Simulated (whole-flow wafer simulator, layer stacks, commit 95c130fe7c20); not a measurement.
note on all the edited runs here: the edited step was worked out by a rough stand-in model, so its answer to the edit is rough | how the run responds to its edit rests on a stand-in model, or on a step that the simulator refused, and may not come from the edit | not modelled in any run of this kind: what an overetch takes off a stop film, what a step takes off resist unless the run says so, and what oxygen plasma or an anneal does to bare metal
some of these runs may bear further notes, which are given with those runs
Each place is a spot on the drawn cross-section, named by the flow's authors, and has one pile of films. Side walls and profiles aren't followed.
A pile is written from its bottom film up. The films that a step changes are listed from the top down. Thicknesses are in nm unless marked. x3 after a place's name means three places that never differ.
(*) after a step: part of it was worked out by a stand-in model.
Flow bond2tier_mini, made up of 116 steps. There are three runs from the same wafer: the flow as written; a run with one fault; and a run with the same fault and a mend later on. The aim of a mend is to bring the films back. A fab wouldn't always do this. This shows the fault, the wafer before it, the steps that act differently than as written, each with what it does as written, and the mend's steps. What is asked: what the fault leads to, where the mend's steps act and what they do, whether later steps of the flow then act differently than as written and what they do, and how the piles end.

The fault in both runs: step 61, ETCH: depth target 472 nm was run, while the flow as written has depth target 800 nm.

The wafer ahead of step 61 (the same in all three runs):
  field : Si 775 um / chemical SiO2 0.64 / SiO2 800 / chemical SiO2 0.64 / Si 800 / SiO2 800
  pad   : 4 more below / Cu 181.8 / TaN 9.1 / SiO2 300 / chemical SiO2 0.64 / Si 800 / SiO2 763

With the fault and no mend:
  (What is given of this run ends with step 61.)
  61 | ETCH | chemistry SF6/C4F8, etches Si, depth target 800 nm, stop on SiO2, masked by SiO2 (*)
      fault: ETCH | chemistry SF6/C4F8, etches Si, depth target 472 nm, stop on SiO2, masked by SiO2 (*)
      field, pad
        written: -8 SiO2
        fault: -4.72 SiO2
  After step 61 the piles are close to the flow's at the places that both follow, differing by at most 2% or 0.5 nm, whichever is larger.

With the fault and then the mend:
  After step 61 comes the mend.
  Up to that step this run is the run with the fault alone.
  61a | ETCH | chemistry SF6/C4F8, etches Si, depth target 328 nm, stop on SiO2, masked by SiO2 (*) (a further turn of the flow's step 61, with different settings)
      field, pad
        -3.28 SiO2
  Later steps of the flow that are run all act as written at every place that is followed.
  By the end, the piles equal the flow's at every place that both follow.
